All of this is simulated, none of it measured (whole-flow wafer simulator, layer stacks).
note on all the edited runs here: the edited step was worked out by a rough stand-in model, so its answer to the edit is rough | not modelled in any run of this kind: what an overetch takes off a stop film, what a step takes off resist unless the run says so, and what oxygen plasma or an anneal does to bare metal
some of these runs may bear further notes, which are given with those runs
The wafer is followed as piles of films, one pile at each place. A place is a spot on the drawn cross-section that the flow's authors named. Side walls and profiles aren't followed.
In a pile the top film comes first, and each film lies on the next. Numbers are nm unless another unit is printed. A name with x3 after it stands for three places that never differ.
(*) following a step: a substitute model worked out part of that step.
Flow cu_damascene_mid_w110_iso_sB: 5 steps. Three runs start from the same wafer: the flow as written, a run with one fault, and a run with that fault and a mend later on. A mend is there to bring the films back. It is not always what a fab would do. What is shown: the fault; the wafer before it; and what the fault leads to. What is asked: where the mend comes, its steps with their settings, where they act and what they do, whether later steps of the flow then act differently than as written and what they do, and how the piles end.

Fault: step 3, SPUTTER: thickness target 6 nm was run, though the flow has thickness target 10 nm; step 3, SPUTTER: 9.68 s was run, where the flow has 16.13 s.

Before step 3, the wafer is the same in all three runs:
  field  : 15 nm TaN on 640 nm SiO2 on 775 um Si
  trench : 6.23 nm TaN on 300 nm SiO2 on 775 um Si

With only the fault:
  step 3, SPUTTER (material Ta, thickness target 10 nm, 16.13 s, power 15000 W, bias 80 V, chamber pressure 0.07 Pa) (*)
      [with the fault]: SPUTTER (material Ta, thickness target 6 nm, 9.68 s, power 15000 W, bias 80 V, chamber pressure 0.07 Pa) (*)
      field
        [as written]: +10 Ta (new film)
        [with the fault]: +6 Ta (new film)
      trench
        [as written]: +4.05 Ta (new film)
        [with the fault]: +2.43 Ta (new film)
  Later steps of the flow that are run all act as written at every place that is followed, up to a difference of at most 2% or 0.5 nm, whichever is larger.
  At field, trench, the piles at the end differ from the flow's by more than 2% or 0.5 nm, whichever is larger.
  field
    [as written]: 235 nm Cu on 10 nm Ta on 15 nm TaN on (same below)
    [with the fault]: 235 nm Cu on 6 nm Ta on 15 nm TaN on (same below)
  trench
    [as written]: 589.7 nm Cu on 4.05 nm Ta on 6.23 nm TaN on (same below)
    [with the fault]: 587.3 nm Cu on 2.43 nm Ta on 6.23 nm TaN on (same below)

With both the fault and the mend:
  The mend follows step 3.
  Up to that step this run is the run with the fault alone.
  step 3a, SPUTTER (material Ta, thickness target 4 nm, 6.452 s, power 15000 W, bias 80 V, chamber pressure 0.07 Pa) (*) (the flow's step 3, run once more with other settings)
      field
        +4 Ta
      trench
        +1.58 Ta
  Later steps of the flow that are run all act as written at every place that is followed.
  When the end is reached, the piles differ only a little from the flow's at the places that both follow, at most by 2% or 0.5 nm, whichever is larger.
